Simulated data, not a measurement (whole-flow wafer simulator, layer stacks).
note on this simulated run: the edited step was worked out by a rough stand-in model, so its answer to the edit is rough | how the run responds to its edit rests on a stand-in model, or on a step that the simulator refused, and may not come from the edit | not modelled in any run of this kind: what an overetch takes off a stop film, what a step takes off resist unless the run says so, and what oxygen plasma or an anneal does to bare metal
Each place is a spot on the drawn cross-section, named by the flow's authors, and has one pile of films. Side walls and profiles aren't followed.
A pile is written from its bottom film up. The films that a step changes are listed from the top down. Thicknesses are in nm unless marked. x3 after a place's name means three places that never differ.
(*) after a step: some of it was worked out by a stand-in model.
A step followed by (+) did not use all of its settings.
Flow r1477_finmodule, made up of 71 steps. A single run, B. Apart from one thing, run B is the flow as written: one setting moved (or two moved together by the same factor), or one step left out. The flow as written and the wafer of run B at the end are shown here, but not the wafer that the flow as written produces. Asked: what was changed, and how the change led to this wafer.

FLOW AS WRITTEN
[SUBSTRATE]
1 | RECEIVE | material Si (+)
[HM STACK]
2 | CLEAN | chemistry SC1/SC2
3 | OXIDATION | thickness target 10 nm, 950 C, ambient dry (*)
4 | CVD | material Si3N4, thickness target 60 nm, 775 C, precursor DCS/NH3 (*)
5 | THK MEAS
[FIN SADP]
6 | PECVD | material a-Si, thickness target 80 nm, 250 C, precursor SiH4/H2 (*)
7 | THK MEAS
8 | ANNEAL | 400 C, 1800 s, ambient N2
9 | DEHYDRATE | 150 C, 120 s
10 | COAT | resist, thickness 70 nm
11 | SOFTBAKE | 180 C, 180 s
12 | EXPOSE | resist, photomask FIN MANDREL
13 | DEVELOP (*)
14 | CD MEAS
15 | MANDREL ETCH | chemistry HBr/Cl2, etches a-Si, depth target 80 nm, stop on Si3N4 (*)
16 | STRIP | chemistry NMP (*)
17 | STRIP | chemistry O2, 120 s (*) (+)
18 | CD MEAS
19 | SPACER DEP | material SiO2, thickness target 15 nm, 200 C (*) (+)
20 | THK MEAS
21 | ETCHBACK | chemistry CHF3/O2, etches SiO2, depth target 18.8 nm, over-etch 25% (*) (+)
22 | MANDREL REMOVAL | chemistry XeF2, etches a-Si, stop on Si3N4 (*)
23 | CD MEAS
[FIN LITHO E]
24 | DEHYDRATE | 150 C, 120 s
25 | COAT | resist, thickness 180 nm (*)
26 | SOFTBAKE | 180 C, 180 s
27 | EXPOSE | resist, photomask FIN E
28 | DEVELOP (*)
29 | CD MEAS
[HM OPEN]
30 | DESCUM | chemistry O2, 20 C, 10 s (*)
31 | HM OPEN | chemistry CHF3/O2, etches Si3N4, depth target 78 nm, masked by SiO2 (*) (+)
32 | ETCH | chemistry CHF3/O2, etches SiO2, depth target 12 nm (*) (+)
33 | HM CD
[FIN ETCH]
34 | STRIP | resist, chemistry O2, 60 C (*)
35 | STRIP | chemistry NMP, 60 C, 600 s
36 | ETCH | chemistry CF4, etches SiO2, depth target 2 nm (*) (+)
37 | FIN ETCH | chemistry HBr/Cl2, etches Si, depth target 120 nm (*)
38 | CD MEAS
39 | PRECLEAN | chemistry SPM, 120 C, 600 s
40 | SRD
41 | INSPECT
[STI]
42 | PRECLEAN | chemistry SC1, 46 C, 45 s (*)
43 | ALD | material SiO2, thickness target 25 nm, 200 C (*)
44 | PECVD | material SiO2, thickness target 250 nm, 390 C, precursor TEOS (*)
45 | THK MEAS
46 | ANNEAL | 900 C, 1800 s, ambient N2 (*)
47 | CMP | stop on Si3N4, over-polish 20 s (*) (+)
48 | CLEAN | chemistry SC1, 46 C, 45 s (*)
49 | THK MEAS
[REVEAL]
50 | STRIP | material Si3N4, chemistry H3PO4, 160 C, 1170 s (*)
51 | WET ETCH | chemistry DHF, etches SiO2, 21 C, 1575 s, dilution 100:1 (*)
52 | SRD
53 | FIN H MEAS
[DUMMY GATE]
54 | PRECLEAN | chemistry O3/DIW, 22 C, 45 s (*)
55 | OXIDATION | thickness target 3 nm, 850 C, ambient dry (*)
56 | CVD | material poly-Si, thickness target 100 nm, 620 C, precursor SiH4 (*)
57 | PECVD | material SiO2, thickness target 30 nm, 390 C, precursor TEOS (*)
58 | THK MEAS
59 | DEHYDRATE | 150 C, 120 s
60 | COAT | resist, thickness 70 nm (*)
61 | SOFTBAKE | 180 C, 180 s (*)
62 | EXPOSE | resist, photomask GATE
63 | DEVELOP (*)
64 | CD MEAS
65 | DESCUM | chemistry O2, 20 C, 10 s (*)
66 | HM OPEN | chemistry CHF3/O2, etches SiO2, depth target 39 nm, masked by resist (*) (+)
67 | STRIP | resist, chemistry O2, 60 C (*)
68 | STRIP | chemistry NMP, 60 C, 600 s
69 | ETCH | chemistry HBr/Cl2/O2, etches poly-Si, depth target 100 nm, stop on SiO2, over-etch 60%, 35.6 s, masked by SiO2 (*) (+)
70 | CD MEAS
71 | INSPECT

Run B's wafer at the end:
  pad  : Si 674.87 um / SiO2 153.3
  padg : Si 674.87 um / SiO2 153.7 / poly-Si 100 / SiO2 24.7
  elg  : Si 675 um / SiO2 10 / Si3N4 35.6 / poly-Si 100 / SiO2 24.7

Cause: step 51, WET ETCH: 646 s was run, though the flow has 1575 s.

Step by step, how the change led to this:
  51 | WET ETCH | chemistry DHF, etches SiO2, 21 C, 1575 s, dilution 100:1 (*)
      pad, padg, e40sg and 12 more: SiO2 loses 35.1 (it would be, as written: SiO2 loses 85.7)
      elg, e40lg, e100lg, e200lg, elo, e40lo, e100lo, e200lo: SiO2 loses 17.8 (all of it), Si3N4 loses 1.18 (it would be, as written: SiO2 loses 17.8 (all of it), Si3N4 loses 4.97)
      (also at 7 further places)
  56 | CVD | material poly-Si, thickness target 100 nm, 620 C, precursor SiH4 (*)
      s40sg_line, s45sg_line, s50sg_line, s40so_line, s45so_line, s50so_line: poly-Si gains 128 (new film) (it would be, as written: poly-Si gains 100 (new film))
      s40cg, s40co: poly-Si gains 100 (new film) (it would be, as written: poly-Si gains 113.9 (new film))
      (also at 5 further places)
  60 | COAT | resist, thickness 70 nm (*)
      e40lg, e100lg, elo, e40lo, e100lo: resist gains 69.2 (new film) (it would be, as written: resist gains 66.9 (new film))
      e40sg, eso, e40so: resist gains 85.1 (new film) (it would be, as written: resist gains 129.5 (new film))
      (also at 23 further places)
  63 | DEVELOP (*)
      elo, e40lo, e100lo: resist loses 69.2 (all of it) (it would be, as written: resist loses 66.9 (all of it))
      eso, e40so: resist loses 85.1 (all of it) (it would be, as written: resist loses 129.5 (all of it))
      (also at 11 further places)
  67 | STRIP | resist, chemistry O2, 60 C (*)
      e40lg, e100lg: resist loses 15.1 (all of it) (it would be, as written: resist loses 12.8 (all of it))
      elg: resist loses 15.2 (all of it) (it would be, as written: resist loses 15.9 (all of it))
      (also at 13 further places)
  69 | ETCH | chemistry HBr/Cl2/O2, etches poly-Si, depth target 100 nm, stop on SiO2, over-etch 60%, 35.6 s, masked by SiO2 (*) (+)
      s40so_line, s45so_line, s50so_line: chemical SiO2 loses 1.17 (all of it), poly-Si loses 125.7 (all of it), SiO2 loses 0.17 (it would be, as written: chemical SiO2 loses 1.46 (all of it), poly-Si loses 97.6 (all of it), SiO2 loses 0.42)
      s40co: chemical SiO2 loses 1.17 (all of it), poly-Si loses 97.7 (all of it), SiO2 loses 0.42 (it would be, as written: chemical SiO2 loses 1.46 (all of it), poly-Si loses 111.5 (all of it), SiO2 loses 0.24)
      (also at 2 further places)
